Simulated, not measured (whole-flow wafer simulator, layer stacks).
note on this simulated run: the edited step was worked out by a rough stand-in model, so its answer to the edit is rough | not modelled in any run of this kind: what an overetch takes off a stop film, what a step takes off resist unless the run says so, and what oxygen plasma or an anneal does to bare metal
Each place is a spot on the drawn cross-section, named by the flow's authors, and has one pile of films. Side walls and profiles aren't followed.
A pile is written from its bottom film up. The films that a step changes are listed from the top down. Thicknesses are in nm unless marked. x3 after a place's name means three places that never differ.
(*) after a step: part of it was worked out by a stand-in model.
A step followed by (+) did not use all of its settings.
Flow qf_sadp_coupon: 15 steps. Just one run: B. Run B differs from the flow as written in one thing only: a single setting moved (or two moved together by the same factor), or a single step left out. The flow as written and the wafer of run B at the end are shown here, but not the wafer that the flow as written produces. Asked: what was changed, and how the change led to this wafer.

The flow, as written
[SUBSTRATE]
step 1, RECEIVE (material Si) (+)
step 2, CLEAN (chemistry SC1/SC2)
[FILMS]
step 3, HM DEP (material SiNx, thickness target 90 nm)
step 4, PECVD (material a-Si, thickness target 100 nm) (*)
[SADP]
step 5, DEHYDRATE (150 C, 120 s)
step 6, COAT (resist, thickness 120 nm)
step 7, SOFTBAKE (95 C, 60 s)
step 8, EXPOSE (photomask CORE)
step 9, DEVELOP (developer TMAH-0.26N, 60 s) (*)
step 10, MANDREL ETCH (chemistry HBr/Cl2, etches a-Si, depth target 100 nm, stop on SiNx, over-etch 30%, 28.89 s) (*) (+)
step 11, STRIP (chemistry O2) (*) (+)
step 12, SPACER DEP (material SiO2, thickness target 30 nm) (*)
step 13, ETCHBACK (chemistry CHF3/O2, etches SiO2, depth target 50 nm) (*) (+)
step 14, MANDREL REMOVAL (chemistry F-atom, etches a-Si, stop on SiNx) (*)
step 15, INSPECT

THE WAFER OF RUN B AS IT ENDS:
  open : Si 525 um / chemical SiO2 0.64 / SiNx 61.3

Cause: step 4, PECVD: thickness target 62.5 nm was run, whereas the flow has thickness target 100 nm.

How this came from the change, step by step:
  step 4, PECVD (material a-Si, thickness target 100 nm) (*)
      m, open: a-Si gains 62.5 (new film) (in the flow as written it would be: a-Si gains 100 (new film))
  step 10, MANDREL ETCH (chemistry HBr/Cl2, etches a-Si, depth target 100 nm, stop on SiNx, over-etch 30%, 28.89 s) (*) (+)
      open: a-Si loses 62.5 (all of it), SiNx loses 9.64 (in the flow as written it would be: a-Si loses 100 (all of it), SiNx loses 4.29)
  step 14, MANDREL REMOVAL (chemistry F-atom, etches a-Si, stop on SiNx) (*)
      m: a-Si loses 58.3 (all of it) (in the flow as written it would be: a-Si loses 95.8 (all of it))
